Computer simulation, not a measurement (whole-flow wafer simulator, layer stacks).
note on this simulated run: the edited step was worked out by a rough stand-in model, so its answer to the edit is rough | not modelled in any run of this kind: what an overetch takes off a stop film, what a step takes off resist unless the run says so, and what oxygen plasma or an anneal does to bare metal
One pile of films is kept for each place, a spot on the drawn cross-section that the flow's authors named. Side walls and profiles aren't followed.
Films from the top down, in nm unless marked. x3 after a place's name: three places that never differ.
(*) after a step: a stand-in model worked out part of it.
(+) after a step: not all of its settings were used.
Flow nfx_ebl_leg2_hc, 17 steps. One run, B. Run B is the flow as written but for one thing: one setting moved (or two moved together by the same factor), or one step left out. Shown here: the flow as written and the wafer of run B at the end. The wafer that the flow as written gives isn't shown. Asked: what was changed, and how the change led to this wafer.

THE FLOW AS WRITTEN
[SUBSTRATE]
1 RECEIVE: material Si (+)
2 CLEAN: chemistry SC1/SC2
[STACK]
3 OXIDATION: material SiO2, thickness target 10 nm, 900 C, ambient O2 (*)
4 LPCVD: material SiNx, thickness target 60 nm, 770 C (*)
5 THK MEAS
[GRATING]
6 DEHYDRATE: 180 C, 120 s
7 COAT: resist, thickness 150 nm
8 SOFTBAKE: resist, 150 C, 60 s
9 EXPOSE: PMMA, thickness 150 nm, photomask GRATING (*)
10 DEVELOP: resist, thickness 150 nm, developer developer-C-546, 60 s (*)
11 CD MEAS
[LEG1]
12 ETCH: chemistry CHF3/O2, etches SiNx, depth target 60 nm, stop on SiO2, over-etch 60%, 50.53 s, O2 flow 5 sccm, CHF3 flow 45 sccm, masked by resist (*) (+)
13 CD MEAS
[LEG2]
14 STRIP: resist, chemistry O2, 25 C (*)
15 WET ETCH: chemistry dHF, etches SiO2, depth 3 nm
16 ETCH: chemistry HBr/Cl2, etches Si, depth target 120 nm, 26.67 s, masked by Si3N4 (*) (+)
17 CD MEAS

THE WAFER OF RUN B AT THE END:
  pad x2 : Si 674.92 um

The cause: step 16, ETCH: depth target 78 nm was run, where the flow has depth target 120 nm.

How the change led to this, step by step:
  16 ETCH: chemistry HBr/Cl2, etches Si, depth target 120 nm, 26.67 s, masked by Si3N4 (*) (+)
      pad x2: Si -78 (as written it would be: Si -120)
